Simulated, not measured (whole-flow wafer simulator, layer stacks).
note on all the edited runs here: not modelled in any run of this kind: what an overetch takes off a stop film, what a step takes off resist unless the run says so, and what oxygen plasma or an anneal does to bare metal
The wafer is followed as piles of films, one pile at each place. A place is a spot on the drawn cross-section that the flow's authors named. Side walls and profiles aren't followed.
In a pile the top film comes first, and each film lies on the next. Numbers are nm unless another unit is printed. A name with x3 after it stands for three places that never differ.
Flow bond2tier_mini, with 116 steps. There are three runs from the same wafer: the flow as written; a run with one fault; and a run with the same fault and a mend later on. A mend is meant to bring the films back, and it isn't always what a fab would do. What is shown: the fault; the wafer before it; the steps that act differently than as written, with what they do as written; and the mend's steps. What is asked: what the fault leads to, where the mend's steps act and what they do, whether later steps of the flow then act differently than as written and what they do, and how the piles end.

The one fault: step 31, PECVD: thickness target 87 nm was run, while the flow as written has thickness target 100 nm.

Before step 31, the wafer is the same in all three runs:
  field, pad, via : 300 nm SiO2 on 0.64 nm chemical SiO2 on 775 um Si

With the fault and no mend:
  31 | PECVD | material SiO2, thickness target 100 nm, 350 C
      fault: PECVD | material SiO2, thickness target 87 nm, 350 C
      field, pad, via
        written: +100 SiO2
        fault: +87 SiO2
  Later steps of the flow that are run all act as written at every place that is followed.
  The piles end different from the flow's at pad by more than 2% or 0.5 nm, whichever is larger.
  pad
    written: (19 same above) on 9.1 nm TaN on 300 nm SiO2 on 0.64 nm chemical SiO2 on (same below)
    fault: (19 same above) on 9.1 nm TaN on 287 nm SiO2 on 0.64 nm chemical SiO2 on (same below)

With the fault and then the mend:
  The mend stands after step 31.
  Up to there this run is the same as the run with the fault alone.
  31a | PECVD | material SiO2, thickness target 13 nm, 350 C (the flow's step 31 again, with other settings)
      field, pad, via
        +13 SiO2
  Later steps of the flow that are run all act as written at every place that is followed.
  At every place that both follow, the piles at the end match the flow's.
